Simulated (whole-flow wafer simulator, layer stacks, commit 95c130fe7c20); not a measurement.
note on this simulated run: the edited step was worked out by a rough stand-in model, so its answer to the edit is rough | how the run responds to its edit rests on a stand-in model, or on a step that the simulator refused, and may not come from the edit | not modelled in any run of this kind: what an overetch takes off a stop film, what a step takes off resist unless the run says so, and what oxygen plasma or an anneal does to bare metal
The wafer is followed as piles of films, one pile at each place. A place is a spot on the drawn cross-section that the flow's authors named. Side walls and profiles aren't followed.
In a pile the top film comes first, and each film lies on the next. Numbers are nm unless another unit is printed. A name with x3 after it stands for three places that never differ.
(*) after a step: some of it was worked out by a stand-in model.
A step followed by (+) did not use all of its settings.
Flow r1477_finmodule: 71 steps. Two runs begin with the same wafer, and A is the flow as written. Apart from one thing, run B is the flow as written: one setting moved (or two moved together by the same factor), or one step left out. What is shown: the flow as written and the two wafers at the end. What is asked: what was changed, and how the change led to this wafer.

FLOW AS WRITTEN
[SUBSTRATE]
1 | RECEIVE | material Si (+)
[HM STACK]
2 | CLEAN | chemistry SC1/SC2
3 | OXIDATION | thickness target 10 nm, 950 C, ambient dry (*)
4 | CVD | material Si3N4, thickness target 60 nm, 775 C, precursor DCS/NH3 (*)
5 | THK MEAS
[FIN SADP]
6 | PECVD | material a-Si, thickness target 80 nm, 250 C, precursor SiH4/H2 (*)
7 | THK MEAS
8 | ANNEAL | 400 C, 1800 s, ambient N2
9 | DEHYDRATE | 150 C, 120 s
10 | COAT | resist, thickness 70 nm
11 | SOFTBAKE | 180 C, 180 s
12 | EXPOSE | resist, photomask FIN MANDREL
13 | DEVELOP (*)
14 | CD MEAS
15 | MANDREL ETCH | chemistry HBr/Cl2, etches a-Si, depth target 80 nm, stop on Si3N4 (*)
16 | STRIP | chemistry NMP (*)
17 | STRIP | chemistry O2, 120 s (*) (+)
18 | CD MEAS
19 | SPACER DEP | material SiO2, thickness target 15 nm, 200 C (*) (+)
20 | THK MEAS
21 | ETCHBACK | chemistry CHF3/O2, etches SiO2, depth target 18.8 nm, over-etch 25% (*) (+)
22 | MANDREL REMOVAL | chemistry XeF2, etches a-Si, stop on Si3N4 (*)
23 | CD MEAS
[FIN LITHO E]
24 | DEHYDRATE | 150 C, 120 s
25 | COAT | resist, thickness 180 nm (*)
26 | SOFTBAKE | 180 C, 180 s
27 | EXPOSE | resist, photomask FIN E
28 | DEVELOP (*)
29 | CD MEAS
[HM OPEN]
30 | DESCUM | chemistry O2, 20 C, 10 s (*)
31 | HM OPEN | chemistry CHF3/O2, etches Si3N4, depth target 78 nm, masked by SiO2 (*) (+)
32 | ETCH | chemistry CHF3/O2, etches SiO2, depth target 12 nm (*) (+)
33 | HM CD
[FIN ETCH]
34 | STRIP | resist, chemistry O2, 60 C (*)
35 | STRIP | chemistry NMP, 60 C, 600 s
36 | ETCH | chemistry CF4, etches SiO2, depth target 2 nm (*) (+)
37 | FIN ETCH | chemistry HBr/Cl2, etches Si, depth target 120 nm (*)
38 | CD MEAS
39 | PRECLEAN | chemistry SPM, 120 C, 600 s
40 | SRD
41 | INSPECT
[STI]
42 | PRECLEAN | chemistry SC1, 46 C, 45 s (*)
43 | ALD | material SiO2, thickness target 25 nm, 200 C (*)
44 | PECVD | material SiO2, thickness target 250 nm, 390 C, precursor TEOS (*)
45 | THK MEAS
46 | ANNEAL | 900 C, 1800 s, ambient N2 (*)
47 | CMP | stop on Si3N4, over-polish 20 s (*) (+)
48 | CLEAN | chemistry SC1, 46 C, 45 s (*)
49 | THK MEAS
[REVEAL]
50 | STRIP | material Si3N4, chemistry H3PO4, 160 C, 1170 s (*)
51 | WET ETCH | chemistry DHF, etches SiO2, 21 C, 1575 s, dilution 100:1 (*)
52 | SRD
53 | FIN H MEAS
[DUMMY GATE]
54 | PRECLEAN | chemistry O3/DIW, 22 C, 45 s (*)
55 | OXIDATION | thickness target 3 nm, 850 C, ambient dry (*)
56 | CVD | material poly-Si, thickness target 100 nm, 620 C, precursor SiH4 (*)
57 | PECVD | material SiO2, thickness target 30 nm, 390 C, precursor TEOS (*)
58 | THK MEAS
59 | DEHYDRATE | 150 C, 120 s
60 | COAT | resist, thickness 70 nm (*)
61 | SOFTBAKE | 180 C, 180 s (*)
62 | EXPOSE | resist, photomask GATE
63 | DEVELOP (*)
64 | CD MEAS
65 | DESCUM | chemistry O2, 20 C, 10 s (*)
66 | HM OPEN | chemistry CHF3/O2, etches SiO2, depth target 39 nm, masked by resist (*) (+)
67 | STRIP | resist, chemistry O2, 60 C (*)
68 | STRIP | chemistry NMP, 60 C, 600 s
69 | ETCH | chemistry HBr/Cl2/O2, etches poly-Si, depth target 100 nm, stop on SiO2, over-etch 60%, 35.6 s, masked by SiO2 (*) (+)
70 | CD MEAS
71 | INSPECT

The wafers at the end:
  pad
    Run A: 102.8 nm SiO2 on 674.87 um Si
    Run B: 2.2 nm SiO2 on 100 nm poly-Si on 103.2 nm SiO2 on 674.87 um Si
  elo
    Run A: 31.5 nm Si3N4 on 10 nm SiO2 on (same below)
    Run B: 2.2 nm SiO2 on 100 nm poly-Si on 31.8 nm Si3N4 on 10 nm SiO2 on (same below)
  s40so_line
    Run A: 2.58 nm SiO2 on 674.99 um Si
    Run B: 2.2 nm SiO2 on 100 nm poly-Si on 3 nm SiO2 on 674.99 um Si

What caused this: step 57, PECVD: thickness target 46.5 nm was run, though the flow has thickness target 30 nm.

The path from the change to this, step by step:
  57 | PECVD | material SiO2, thickness target 30 nm, 390 C, precursor TEOS (*)
      pad, padg, elg and 33 more: A SiO2 gains 30 (new film) | B SiO2 gains 46.5 (new film)
  66 | HM OPEN | chemistry CHF3/O2, etches SiO2, depth target 39 nm, masked by resist (*) (+)
      pad, elo, eso and 15 more: A SiO2 loses 30 (all of it), poly-Si loses 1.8 | B SiO2 loses 39
  67 | STRIP | resist, chemistry O2, 60 C (*)
      pad, elo, eso and 15 more: A chemical SiO2 gains 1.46 (new film), poly-Si loses 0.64 | B nothing
  69 | ETCH | chemistry HBr/Cl2/O2, etches poly-Si, depth target 100 nm, stop on SiO2, over-etch 60%, 35.6 s, masked by SiO2 (*) (+)
      pad, eso, e40so and 8 more: A chemical SiO2 loses 1.46 (all of it), poly-Si loses 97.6 (all of it), SiO2 loses 0.42 | B SiO2 loses 5.3
      elo, e40lo, e100lo, e200lo: A chemical SiO2 loses 1.46 (all of it), poly-Si loses 97.6 (all of it), Si3N4 loses 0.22 | B SiO2 loses 5.3
      (also at 3 further places)
